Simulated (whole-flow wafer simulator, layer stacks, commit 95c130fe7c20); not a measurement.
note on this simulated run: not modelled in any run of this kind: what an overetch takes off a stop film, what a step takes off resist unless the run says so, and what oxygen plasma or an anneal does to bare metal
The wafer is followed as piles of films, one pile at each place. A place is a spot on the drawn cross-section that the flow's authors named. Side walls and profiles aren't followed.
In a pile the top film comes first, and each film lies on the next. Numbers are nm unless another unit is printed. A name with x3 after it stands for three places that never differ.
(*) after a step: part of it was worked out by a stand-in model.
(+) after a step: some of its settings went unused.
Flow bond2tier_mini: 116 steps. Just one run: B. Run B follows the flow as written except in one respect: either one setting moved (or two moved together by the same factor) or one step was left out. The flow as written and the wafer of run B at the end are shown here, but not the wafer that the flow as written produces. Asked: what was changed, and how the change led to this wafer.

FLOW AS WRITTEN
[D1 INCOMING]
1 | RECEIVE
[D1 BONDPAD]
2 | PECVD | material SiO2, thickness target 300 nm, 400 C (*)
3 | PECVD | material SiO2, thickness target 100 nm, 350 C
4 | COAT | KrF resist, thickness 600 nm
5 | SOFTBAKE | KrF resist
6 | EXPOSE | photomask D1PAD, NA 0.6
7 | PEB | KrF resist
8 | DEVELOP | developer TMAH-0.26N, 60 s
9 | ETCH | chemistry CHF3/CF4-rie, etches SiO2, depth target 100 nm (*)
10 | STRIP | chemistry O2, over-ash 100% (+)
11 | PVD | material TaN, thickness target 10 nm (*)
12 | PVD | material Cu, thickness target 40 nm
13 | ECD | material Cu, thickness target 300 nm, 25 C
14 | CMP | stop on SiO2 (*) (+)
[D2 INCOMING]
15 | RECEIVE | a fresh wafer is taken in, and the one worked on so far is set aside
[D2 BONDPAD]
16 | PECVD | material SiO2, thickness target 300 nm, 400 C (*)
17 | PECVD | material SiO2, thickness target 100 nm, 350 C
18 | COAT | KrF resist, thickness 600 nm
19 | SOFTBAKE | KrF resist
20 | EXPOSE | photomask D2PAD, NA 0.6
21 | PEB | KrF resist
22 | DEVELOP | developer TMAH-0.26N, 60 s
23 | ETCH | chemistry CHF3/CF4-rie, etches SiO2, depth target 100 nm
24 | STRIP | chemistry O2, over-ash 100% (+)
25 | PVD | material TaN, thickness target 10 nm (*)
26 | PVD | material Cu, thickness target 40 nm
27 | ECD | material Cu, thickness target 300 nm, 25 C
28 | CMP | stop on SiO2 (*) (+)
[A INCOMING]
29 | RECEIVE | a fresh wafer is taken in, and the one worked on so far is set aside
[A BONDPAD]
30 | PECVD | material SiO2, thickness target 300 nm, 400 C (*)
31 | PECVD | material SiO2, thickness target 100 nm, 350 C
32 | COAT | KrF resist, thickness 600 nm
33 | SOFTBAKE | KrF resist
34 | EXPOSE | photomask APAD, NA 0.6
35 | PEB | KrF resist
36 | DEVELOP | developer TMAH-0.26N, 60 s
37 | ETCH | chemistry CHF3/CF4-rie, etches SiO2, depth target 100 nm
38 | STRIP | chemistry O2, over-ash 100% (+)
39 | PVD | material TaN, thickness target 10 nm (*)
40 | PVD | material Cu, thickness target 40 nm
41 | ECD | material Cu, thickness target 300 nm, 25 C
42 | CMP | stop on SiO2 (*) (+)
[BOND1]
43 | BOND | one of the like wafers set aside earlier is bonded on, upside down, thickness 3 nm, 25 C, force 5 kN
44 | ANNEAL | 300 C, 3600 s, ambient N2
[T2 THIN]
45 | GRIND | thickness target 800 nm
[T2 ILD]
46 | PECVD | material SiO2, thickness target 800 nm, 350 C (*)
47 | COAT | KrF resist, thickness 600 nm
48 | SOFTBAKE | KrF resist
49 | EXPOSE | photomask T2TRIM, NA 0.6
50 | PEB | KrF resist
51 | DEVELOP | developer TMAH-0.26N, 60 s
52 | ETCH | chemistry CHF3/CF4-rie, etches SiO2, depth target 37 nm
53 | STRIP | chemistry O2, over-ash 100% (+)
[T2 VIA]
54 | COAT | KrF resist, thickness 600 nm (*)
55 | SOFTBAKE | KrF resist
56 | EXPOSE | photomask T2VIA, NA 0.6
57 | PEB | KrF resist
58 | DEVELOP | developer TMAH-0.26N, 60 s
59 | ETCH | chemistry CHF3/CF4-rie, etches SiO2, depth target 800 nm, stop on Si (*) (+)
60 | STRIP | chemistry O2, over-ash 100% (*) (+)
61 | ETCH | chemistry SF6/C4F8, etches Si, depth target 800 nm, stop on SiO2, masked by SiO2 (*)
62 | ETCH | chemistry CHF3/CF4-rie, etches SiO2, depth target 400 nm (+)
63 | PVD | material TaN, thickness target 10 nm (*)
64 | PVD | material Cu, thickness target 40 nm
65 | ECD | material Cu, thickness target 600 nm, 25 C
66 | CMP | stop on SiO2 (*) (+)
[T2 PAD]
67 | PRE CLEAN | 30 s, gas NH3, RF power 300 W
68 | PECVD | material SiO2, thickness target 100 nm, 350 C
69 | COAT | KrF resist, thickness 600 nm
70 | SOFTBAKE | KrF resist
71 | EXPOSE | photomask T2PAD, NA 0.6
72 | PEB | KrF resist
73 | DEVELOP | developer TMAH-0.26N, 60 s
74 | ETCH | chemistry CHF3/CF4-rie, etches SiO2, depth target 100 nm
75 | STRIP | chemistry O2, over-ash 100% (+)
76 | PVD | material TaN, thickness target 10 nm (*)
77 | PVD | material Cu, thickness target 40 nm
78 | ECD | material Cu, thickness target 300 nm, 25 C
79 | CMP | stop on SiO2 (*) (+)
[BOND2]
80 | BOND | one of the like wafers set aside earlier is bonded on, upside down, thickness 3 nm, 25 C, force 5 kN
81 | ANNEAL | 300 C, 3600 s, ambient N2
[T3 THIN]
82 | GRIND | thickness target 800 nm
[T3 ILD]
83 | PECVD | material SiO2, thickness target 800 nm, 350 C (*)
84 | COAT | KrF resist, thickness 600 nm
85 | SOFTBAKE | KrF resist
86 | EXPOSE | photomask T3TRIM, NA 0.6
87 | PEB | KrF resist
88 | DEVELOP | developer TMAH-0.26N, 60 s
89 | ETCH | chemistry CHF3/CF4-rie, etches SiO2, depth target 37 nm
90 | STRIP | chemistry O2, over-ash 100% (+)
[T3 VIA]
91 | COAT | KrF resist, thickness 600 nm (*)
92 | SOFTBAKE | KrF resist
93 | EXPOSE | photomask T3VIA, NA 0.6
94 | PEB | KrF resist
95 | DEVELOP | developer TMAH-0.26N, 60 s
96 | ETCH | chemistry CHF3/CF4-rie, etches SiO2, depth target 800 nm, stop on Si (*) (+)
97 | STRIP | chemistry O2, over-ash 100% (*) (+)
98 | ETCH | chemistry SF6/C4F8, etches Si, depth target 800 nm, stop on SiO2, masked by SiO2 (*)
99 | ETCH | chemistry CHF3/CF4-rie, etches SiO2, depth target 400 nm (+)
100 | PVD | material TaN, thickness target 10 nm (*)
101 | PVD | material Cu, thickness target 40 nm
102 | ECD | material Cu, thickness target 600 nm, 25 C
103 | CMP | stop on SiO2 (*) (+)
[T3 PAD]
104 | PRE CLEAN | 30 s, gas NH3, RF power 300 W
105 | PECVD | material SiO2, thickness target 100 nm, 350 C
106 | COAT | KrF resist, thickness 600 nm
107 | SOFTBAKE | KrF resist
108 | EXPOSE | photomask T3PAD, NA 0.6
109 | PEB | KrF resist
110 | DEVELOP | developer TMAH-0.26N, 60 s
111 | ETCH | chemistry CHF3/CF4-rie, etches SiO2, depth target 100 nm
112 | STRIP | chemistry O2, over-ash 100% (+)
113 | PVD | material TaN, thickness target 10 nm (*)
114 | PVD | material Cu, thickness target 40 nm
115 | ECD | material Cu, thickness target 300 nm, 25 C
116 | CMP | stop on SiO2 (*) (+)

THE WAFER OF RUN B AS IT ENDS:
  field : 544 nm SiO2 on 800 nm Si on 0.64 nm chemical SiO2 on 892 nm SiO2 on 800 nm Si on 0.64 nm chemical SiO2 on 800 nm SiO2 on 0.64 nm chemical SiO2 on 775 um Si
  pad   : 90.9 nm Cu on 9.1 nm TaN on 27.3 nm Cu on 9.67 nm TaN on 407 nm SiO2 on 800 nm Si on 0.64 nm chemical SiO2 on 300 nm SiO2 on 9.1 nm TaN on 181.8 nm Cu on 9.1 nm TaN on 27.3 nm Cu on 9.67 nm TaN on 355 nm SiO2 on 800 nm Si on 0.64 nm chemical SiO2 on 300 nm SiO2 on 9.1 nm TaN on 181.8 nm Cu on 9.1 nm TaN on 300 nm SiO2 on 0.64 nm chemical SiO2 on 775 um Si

The reason: step 99, ETCH: depth target 348 nm was run, while the flow as written has depth target 400 nm.

The path from the change to this, step by step:
  99 | ETCH | chemistry CHF3/CF4-rie, etches SiO2, depth target 400 nm (+)
      field, pad: -348 SiO2 (it would be, as written: -400 SiO2)
